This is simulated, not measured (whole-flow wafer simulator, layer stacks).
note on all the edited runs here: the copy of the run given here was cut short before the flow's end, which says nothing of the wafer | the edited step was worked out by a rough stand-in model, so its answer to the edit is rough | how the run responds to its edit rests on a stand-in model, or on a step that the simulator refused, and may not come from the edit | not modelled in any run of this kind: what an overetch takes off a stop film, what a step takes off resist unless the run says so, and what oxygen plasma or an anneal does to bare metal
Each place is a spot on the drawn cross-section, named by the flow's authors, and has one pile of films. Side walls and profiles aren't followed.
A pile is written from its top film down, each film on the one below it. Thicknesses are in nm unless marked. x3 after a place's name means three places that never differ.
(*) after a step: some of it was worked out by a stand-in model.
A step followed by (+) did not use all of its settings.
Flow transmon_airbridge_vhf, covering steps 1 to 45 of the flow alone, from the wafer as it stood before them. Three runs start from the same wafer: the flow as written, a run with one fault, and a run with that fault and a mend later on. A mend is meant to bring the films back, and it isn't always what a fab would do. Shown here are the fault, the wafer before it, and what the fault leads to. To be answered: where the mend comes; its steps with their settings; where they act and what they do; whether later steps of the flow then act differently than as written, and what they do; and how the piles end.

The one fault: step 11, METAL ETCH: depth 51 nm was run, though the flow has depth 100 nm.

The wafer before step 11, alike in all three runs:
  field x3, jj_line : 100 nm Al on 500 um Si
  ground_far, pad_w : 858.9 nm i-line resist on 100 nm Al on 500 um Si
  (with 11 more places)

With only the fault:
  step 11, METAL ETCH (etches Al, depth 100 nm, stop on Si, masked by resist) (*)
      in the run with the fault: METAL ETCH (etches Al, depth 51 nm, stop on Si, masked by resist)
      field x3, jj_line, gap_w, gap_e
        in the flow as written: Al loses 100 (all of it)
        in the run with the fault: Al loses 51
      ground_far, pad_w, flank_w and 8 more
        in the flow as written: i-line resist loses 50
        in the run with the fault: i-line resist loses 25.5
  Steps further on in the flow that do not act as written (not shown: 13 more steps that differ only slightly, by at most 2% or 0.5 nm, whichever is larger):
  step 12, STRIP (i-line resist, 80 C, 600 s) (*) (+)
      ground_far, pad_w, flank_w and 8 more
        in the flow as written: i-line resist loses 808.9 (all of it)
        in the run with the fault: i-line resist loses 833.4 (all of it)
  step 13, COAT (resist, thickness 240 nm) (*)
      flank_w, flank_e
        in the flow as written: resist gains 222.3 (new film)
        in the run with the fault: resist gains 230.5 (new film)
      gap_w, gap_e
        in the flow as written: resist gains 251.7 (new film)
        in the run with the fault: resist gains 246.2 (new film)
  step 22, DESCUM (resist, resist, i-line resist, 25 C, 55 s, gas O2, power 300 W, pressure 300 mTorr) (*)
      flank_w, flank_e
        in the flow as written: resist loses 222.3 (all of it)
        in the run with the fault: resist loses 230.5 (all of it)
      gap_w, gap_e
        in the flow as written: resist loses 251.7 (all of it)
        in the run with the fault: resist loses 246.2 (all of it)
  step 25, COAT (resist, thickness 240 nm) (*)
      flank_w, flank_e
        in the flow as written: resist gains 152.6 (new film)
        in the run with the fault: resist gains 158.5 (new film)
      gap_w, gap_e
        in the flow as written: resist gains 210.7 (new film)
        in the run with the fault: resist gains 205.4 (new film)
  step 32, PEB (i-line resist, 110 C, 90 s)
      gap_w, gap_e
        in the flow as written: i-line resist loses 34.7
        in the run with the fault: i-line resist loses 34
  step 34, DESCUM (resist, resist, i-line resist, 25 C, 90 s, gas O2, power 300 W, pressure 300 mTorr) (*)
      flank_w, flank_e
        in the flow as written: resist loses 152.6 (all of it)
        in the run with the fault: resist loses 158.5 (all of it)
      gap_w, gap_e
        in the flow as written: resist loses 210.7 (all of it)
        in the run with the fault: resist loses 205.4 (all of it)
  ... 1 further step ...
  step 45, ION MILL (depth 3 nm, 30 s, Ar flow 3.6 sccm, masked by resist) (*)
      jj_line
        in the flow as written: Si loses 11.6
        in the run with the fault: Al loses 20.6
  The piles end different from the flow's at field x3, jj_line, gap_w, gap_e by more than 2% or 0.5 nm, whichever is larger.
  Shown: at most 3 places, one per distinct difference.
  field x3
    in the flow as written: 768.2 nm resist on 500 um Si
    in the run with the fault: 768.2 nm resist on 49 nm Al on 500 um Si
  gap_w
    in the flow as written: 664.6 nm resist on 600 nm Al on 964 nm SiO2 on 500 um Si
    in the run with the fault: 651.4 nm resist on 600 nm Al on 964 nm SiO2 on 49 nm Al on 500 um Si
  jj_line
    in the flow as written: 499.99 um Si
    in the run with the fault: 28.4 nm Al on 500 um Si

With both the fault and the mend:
  After step 12 comes the mend.
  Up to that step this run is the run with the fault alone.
  step 12a, COAT (i-line resist, thickness 900 nm) (*) (the flow's step 6, run once more)
      field x3, jj_line, trace_open_s x2, margin_s, bridge_strip, margin_n
        i-line resist gains 900 (new film)
      pad_w, pad_e
        i-line resist gains 893.7 (new film)
      flank_w, flank_e
        i-line resist gains 888 (new film)
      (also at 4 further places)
  step 12b, SOFTBAKE (i-line resist, 90 C, 90 s) (the flow's step 7, run once more)
      flank_w, flank_e
        i-line resist loses 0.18
      gap_w, gap_e
        i-line resist gains 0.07
      cpw_trace
        i-line resist loses 0.04
  step 12c, EXPOSE (i-line resist, thickness 900 nm, photomask AB CPW, dose 155.4 mJ/cm2, NA 0.45, wavelength 365 nm) (*) (the flow's step 8, run once more)
      leaves every film unchanged at each place that is followed
  step 12d, PEB (i-line resist, 110 C, 60 s) (the flow's step 9, run once more)
      field x3, jj_line, trace_open_s x2, margin_s, bridge_strip, margin_n
        i-line resist loses 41
      pad_w, cpw_trace, pad_e
        i-line resist loses 40.7
      flank_w, flank_e
        i-line resist loses 40.5
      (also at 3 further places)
  step 12e, DEVELOP (i-line resist, thickness 900 nm, developer developer-B, 60 s) (the flow's step 10, run once more)
      cpw_trace, trace_open_s x2, margin_s, bridge_strip, margin_n
        i-line resist loses 0.03
      field x3, jj_line
        i-line resist loses 859 (all of it)
      gap_w, gap_e
        i-line resist loses 885.6 (all of it)
  step 12f, METAL ETCH (etches Al, depth 49 nm, stop on Si, masked by resist) (*) (the flow's step 11, run once more with other settings)
      ground_far, pad_w, flank_w and 8 more
        i-line resist loses 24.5
      field x3, jj_line, gap_w, gap_e
        Al loses 49 (all of it)
  step 12g, STRIP (i-line resist, 80 C, 600 s) (*) (+) (the flow's step 12, run once more)
      trace_open_s x2, margin_s, bridge_strip, margin_n
        i-line resist loses 834.4 (all of it)
      pad_w, pad_e
        i-line resist loses 828.5 (all of it)
      flank_w, flank_e
        i-line resist loses 822.9 (all of it)
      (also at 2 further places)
  None of the later steps of the flow acts differently than as written at any place that is followed.
  The piles end the same as the flow's at every place that both follow.
